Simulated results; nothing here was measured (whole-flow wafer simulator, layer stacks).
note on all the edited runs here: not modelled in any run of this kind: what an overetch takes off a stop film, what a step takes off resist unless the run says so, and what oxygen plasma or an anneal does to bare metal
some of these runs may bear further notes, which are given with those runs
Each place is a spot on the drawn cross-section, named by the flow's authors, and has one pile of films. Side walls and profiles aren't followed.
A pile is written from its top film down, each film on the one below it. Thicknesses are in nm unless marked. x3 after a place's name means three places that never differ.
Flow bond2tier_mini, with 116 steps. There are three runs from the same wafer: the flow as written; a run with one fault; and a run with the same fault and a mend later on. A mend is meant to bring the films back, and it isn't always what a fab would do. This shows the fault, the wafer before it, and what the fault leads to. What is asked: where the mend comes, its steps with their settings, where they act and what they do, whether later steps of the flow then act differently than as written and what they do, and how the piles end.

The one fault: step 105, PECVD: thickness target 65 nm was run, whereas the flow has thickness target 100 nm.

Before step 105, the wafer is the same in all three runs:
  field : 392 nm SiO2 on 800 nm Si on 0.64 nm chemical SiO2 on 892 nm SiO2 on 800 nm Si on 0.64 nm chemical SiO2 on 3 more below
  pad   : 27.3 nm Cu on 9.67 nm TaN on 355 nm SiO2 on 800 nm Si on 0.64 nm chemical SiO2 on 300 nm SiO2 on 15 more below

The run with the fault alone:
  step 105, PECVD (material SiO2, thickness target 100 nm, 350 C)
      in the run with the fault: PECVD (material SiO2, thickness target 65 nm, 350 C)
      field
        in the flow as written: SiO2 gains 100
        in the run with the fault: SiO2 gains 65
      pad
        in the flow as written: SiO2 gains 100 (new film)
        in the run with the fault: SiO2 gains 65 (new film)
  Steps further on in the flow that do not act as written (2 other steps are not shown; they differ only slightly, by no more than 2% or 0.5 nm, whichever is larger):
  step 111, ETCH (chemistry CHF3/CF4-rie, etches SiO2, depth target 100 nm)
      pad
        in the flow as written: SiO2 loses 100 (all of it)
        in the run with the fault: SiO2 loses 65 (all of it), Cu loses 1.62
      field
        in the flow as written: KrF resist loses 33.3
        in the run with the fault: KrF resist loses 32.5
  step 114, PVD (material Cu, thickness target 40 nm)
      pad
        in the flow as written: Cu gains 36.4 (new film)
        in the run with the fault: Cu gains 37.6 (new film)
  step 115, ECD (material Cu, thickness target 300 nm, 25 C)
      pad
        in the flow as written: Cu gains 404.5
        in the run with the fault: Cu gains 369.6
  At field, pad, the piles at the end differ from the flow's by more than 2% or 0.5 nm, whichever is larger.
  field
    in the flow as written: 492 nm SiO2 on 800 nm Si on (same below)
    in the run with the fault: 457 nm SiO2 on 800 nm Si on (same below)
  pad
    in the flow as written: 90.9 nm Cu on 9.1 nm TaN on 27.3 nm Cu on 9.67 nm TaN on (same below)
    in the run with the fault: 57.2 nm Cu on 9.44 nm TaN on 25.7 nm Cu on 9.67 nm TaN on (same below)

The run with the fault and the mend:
  The mend follows step 105.
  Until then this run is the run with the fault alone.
  step 105a, PECVD (material SiO2, thickness target 35 nm, 350 C) (the flow's step 105 again, with other settings)
      field, pad
        SiO2 gains 35
  Every later step of the flow that is run acts as written at every place that is followed.
  The piles end the same as the flow's at every place that both follow.
